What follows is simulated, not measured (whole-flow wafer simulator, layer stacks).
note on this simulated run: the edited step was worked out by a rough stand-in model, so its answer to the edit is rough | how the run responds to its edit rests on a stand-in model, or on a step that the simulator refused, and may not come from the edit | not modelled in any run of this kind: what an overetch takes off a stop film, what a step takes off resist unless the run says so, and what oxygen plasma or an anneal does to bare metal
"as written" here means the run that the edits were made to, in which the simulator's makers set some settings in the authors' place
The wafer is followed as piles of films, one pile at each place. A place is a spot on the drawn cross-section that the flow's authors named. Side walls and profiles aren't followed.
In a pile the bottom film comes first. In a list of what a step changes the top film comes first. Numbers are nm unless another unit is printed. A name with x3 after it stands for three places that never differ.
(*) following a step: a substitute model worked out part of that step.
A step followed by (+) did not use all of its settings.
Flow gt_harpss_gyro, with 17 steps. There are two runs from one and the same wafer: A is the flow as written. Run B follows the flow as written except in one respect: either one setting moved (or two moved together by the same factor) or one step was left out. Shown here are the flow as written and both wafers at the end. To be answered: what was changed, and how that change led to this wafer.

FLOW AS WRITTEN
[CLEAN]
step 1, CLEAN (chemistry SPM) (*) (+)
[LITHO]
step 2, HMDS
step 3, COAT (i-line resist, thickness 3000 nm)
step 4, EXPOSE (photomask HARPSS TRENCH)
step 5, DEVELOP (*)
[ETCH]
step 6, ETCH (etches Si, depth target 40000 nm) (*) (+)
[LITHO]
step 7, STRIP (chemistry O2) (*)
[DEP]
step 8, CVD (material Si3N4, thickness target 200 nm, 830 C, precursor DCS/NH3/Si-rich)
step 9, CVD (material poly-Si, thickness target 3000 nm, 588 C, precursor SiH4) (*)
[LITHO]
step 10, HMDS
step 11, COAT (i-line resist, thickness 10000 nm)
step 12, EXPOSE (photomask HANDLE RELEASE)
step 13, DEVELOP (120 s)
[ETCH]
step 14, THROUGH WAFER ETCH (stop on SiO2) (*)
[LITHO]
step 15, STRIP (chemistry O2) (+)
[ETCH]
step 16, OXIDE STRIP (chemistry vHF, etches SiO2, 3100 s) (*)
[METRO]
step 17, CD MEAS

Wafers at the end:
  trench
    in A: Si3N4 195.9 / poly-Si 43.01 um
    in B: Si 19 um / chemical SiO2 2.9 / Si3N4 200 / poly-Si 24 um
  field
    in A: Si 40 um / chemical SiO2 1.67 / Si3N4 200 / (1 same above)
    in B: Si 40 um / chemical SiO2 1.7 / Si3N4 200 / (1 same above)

Cause: step 6, ETCH: depth target 21000 nm was run, though the flow has depth target 40000 nm.

How this came from the change, step by step:
  step 6, ETCH (etches Si, depth target 40000 nm) (*) (+)
      trench: A chemical SiO2 loses 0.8 (all of it), Si loses 40 um (all of it) | B chemical SiO2 loses 0.8 (all of it), Si loses 21 um
      field: A i-line resist loses 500 | B i-line resist loses 262.5
  step 7, STRIP (chemistry O2) (*)
      trench: A nothing | B chemical SiO2 gains 2.9 (new film), Si loses 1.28
      field: A i-line resist loses 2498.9 (all of it), chemical SiO2 gains 0.87, Si loses 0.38 | B i-line resist loses 2736.4 (all of it), chemical SiO2 gains 0.9, Si loses 0.39
  step 8, CVD (material Si3N4, thickness target 200 nm, 830 C, precursor DCS/NH3/Si-rich)
      trench: A Si3N4 gains 195.9 (new film) | B Si3N4 gains 200 (new film)
  step 9, CVD (material poly-Si, thickness target 3000 nm, 588 C, precursor SiH4) (*)
      trench: A poly-Si gains 43.01 um (new film) | B poly-Si gains 24 um (new film)
